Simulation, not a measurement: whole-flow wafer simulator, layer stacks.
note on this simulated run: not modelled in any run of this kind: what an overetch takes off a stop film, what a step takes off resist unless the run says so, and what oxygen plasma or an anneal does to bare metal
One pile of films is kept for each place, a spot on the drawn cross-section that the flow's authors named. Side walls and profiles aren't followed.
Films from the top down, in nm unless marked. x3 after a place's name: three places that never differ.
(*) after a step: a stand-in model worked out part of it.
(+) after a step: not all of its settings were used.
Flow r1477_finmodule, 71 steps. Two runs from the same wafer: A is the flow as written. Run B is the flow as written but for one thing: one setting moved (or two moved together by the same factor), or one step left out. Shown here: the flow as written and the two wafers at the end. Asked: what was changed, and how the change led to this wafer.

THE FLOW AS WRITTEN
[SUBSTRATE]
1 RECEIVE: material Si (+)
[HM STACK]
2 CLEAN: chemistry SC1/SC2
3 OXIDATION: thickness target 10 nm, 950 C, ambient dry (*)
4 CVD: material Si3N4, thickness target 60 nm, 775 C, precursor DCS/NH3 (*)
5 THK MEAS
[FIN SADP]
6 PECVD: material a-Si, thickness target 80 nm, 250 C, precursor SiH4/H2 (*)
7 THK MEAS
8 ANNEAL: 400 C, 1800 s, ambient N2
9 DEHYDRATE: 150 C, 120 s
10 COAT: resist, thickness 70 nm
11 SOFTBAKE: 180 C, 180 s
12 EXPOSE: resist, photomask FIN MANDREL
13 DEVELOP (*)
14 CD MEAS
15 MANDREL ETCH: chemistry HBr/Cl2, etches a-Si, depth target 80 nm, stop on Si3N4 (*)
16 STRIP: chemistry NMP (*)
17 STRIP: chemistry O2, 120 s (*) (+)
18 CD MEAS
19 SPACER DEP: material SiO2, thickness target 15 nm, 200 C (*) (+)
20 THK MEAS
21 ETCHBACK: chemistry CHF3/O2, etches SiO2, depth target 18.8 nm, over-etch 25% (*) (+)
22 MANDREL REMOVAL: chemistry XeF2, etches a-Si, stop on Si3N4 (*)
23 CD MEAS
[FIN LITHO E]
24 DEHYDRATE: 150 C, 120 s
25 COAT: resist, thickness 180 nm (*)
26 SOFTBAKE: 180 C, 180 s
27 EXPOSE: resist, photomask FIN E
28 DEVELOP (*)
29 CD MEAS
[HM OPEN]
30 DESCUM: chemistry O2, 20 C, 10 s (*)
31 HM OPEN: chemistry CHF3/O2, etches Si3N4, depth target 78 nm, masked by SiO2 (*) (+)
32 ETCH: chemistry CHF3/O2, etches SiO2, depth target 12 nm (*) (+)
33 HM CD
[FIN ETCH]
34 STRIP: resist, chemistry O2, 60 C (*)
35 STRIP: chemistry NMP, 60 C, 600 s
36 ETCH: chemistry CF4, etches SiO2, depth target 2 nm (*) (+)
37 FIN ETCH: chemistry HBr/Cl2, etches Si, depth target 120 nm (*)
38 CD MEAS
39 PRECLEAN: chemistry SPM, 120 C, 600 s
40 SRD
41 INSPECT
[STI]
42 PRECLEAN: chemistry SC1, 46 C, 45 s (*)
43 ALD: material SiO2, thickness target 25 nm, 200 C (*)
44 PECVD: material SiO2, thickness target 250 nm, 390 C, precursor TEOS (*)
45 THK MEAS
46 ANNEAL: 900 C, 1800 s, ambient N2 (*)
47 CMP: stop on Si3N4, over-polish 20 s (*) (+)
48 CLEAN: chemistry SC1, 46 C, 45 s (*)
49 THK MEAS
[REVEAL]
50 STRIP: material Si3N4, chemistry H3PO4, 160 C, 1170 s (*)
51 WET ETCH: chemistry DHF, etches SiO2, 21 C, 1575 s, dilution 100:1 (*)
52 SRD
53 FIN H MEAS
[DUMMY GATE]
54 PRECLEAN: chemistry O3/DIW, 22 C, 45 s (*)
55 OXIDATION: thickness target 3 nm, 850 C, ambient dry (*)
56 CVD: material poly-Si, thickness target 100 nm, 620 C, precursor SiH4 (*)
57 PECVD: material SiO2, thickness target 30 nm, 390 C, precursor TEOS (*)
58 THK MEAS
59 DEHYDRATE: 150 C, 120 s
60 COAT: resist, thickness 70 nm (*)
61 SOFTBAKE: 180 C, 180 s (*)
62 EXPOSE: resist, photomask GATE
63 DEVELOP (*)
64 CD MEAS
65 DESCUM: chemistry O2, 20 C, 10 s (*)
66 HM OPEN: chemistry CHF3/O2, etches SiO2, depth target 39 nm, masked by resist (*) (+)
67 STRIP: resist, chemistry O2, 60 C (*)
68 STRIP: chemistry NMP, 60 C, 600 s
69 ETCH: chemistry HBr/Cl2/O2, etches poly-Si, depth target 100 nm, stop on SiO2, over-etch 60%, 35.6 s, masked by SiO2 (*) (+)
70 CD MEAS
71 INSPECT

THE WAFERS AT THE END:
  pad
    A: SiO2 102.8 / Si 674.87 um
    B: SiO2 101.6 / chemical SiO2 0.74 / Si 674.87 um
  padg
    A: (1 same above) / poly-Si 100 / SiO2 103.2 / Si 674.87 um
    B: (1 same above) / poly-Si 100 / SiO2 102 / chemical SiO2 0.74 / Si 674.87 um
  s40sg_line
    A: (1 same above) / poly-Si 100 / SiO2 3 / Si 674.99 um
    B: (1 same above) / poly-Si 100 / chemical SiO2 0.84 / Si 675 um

The cause: step 55, OXIDATION: thickness target 3 nm, 850 C, ambient dry (*), was left out.

How the change led to this, step by step:
  67 STRIP: resist, chemistry O2, 60 C (*)
      s40sg: A resist -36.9 (all of it) | B resist -36.1 (all of it)
      s45sg: A resist -36.9 (all of it) | B resist -36 (all of it)
      (and at 1 more place)
  69 ETCH: chemistry HBr/Cl2/O2, etches poly-Si, depth target 100 nm, stop on SiO2, over-etch 60%, 35.6 s, masked by SiO2 (*) (+)
      s40so_line, s45so_line, s50so_line: A chemical SiO2 -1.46 (all of it), poly-Si -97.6 (all of it), SiO2 -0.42 | B chemical SiO2 -1.46 (all of it), poly-Si -97.6 (all of it), chemical SiO2 -0.42
